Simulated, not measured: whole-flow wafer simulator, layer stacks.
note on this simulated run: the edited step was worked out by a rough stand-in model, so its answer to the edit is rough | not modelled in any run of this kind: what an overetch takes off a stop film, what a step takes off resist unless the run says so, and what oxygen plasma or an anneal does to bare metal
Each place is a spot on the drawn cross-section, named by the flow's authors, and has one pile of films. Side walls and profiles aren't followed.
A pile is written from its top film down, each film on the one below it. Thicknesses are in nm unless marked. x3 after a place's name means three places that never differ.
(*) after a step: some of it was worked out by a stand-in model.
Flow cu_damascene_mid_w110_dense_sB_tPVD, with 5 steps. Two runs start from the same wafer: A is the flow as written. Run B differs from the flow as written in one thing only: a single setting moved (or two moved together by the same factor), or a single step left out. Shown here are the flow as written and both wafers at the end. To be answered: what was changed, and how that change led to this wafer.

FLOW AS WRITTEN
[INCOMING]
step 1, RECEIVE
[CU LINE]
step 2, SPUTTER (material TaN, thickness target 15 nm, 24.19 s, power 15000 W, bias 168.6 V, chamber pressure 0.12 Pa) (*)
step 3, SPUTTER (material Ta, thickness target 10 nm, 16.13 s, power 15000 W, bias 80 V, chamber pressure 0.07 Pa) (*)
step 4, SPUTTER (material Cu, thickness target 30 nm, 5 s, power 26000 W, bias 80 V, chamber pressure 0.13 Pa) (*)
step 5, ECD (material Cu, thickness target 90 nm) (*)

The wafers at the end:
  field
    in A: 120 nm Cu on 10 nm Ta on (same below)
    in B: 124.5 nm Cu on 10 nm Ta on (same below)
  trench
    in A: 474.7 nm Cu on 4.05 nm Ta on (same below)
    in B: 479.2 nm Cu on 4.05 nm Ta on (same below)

The reason: step 4, SPUTTER: 5.75 s was run, whereas the flow has 5 s.

The path from the change to this, step by step:
  step 4, SPUTTER (material Cu, thickness target 30 nm, 5 s, power 26000 W, bias 80 V, chamber pressure 0.13 Pa) (*)
      field: A Cu gains 30 (new film) | B Cu gains 34.5 (new film)
      trench: A Cu gains 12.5 (new film) | B Cu gains 14.4 (new film)
